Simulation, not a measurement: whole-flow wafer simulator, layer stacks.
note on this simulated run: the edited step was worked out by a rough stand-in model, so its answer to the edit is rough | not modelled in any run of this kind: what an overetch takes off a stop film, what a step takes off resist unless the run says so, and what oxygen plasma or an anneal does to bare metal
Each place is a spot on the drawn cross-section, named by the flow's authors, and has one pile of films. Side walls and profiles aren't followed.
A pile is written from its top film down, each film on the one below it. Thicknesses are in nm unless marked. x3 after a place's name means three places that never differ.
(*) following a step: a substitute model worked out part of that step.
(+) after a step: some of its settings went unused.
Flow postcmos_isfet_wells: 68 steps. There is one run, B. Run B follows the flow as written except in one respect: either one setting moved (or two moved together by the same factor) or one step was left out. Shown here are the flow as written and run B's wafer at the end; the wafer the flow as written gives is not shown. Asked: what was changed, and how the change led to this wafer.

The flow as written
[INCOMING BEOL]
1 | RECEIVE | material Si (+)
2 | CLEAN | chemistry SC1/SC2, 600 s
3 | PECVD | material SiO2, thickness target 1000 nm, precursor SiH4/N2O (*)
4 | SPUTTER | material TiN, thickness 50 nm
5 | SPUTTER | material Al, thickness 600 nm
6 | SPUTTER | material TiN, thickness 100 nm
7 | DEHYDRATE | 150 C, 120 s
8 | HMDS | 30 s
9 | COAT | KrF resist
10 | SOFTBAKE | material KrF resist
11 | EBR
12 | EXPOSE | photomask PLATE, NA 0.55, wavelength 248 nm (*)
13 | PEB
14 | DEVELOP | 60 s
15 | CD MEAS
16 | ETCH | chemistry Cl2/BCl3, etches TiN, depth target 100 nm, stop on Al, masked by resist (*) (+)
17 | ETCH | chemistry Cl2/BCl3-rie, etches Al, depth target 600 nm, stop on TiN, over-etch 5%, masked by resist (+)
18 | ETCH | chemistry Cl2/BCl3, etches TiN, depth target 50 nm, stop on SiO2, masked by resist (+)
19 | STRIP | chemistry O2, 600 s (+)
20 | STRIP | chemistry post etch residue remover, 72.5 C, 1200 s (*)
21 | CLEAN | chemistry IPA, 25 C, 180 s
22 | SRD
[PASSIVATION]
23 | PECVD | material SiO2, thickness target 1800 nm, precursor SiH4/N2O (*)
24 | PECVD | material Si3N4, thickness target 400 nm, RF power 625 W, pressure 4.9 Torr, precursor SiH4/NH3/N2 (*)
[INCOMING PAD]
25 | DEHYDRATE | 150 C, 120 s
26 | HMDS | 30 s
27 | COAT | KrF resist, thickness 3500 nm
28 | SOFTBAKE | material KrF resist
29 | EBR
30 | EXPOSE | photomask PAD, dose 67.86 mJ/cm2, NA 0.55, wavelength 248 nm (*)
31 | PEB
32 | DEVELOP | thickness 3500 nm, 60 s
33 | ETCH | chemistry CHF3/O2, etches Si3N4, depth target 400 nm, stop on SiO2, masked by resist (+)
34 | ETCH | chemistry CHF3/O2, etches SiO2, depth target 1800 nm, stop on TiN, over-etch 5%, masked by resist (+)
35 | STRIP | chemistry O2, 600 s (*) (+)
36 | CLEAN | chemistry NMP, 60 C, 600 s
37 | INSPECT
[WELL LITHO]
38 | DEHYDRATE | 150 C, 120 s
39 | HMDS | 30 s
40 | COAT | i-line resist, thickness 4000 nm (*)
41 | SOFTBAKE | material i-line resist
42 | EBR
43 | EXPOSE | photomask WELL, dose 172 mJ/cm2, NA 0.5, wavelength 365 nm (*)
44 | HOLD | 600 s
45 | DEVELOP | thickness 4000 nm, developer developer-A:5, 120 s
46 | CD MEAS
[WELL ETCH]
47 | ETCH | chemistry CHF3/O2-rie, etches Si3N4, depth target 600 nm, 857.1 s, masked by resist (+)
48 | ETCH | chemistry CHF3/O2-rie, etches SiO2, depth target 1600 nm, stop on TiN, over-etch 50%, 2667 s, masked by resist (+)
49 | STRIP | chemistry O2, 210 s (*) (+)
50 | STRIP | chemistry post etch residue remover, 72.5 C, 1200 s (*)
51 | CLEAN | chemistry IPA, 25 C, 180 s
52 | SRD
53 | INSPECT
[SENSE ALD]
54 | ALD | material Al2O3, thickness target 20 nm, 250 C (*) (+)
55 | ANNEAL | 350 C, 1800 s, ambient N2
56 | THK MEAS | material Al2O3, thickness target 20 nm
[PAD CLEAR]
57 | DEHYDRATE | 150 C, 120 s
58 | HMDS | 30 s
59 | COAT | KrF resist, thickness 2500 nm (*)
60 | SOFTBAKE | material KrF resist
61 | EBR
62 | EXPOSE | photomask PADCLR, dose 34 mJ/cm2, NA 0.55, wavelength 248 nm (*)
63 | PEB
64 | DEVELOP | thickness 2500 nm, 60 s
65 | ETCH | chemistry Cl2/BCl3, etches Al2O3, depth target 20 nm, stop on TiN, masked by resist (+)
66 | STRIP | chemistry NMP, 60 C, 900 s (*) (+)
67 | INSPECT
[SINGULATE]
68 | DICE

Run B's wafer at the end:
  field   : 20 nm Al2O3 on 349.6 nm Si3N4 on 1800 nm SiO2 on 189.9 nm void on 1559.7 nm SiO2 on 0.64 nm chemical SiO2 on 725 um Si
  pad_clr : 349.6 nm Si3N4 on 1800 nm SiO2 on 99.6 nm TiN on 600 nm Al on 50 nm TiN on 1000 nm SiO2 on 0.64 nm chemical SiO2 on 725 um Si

Cause: step 24, PECVD: thickness target 350 nm was run, though the flow has thickness target 400 nm.

Step by step, how the change led to this:
  24 | PECVD | material Si3N4, thickness target 400 nm, RF power 625 W, pressure 4.9 Torr, precursor SiH4/NH3/N2 (*)
      field, margin, well900, well1300 x3, pad_rim, pad_clr, pad_open: +350 Si3N4 (new film) (as written it would have been: +400 Si3N4 (new film))
  33 | ETCH | chemistry CHF3/O2, etches Si3N4, depth target 400 nm, stop on SiO2, masked by resist (+)
      pad_open: -350 Si3N4 (all of it) (as written it would have been: -400 Si3N4 (all of it))
  41 | SOFTBAKE | material i-line resist
      pad_clr: -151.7 i-line resist (as written it would have been: -156.7 i-line resist)
  47 | ETCH | chemistry CHF3/O2-rie, etches Si3N4, depth target 600 nm, 857.1 s, masked by resist (+)
      well900, well1300 x3: -350 Si3N4 (all of it), -250 SiO2 (as written it would have been: -400 Si3N4 (all of it), -200 SiO2)
  48 | ETCH | chemistry CHF3/O2-rie, etches SiO2, depth target 1600 nm, stop on TiN, over-etch 50%, 2667 s, masked by resist (+)
      well900, well1300 x3: -1550 SiO2 (all of it) (as written it would have been: -1600 SiO2 (all of it))
